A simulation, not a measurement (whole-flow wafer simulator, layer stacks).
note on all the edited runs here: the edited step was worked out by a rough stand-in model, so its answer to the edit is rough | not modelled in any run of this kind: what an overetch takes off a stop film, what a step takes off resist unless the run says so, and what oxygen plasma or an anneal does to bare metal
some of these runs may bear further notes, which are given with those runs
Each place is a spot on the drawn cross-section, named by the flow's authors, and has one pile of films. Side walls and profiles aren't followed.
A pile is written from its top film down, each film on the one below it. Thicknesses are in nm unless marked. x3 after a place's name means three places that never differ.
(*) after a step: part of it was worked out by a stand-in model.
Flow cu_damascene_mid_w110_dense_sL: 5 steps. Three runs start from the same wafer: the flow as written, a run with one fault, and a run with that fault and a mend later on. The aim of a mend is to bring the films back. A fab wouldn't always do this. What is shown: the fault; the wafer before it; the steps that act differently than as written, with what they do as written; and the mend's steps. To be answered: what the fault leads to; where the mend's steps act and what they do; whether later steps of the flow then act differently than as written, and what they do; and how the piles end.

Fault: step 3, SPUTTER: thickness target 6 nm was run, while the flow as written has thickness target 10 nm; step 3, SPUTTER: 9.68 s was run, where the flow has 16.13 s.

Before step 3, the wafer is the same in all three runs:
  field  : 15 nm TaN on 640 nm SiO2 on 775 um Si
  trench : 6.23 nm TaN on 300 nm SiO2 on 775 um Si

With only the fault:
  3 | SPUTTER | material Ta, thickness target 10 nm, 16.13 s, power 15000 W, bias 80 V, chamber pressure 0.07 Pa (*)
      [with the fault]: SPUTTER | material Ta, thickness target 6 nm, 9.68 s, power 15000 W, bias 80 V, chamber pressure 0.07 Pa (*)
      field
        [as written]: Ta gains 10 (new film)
        [with the fault]: Ta gains 6 (new film)
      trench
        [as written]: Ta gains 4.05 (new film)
        [with the fault]: Ta gains 2.43 (new film)
  Every later step of the flow that is run acts as written, at every place that is followed, to within 2% or 0.5 nm, whichever is larger.
  The piles end different from the flow's at field, trench by more than 2% or 0.5 nm, whichever is larger.
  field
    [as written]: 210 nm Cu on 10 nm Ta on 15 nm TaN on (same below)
    [with the fault]: 210 nm Cu on 6 nm Ta on 15 nm TaN on (same below)
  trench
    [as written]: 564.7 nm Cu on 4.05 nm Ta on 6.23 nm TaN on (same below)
    [with the fault]: 562.3 nm Cu on 2.43 nm Ta on 6.23 nm TaN on (same below)

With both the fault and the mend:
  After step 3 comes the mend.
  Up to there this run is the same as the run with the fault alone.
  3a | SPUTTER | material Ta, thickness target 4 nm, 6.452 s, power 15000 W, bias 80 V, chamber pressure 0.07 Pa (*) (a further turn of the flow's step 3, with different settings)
      field
        Ta gains 4
      trench
        Ta gains 1.58
  Every later step of the flow that is run acts as written at every place that is followed.
  The piles end only slightly different from the flow's at the places that both follow, by no more than 2% or 0.5 nm, whichever is larger.
